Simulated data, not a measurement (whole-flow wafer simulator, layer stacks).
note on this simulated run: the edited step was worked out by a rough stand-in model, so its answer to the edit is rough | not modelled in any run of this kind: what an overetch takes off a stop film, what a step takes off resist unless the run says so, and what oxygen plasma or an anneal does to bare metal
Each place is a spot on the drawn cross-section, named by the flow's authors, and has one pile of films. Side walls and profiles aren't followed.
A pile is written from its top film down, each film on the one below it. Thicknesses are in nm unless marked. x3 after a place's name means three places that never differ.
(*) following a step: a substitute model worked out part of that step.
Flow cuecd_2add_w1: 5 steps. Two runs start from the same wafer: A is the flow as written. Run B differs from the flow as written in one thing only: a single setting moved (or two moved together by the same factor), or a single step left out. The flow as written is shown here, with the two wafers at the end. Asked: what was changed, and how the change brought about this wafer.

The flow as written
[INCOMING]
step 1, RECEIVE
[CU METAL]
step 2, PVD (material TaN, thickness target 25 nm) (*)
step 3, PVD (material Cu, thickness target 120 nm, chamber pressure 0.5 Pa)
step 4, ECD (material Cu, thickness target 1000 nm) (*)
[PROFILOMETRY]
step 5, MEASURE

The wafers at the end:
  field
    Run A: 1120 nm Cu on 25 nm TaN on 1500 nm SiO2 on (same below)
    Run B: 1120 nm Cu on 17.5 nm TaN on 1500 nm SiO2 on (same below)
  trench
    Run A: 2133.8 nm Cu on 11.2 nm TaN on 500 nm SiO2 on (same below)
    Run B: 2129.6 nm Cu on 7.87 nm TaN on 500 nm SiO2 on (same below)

What caused this: step 2, PVD: thickness target 17.5 nm was run, whereas the flow has thickness target 25 nm.
The wafer itself shows it: field has TaN 17.5, and step 2 as written asks for 25 nm.

Step by step, how the change led to this:
  step 2, PVD (material TaN, thickness target 25 nm) (*)
      field: A TaN gains 25 (new film) | B TaN gains 17.5 (new film)
      trench: A TaN gains 11.2 (new film) | B TaN gains 7.87 (new film)
